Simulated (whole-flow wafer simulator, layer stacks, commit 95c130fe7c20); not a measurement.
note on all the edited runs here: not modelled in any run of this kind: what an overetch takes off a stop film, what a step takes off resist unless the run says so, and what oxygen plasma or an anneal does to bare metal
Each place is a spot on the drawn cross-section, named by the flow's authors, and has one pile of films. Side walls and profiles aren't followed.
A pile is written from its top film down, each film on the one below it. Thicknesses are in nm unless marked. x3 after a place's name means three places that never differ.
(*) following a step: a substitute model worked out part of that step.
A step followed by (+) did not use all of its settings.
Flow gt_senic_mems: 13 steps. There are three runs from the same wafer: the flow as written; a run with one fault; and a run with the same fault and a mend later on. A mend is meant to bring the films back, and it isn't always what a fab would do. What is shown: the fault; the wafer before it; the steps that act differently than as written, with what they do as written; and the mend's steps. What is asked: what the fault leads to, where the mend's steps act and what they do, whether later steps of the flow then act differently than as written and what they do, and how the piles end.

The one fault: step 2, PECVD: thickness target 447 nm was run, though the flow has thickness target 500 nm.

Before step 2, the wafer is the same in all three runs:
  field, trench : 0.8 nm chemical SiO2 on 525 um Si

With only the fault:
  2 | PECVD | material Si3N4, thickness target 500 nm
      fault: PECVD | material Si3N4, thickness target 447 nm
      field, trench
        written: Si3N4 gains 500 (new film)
        fault: Si3N4 gains 447 (new film)
  Later steps of the flow acting differently than as written (not shown: 2 more steps that differ only slightly, by at most 2% or 0.5 nm, whichever is larger):
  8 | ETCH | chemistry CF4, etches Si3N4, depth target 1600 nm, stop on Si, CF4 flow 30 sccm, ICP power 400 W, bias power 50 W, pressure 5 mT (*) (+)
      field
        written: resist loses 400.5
        fault: resist loses 365.2
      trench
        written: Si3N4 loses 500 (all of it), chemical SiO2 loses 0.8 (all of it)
        fault: Si3N4 loses 447 (all of it), chemical SiO2 loses 0.8 (all of it)
  At field, the piles at the end differ from the flow's by more than 2% or 0.5 nm, whichever is larger.
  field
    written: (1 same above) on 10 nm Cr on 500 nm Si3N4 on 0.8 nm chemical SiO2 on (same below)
    fault: (1 same above) on 10 nm Cr on 447 nm Si3N4 on 0.8 nm chemical SiO2 on (same below)

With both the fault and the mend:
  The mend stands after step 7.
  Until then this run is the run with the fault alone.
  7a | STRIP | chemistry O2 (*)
      field
        resist loses 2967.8 (all of it)
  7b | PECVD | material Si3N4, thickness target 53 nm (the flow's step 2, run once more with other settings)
      field, trench
        Si3N4 gains 53
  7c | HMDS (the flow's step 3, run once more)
      leaves every film unchanged at each place that is followed
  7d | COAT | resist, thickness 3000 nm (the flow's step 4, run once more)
      field, trench
        resist gains 3000 (new film)
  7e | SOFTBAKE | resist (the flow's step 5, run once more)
      leaves every film unchanged at each place that is followed
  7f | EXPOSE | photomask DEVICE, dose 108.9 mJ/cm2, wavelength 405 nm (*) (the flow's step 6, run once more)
      leaves every film unchanged at each place that is followed
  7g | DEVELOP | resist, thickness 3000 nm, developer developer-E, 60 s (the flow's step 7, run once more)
      field
        resist loses 32.2
      trench
        resist loses 3000 (all of it)
  None of the later steps of the flow acts differently than as written at any place that is followed.
  The piles end the same as the flow's at every place that both follow.
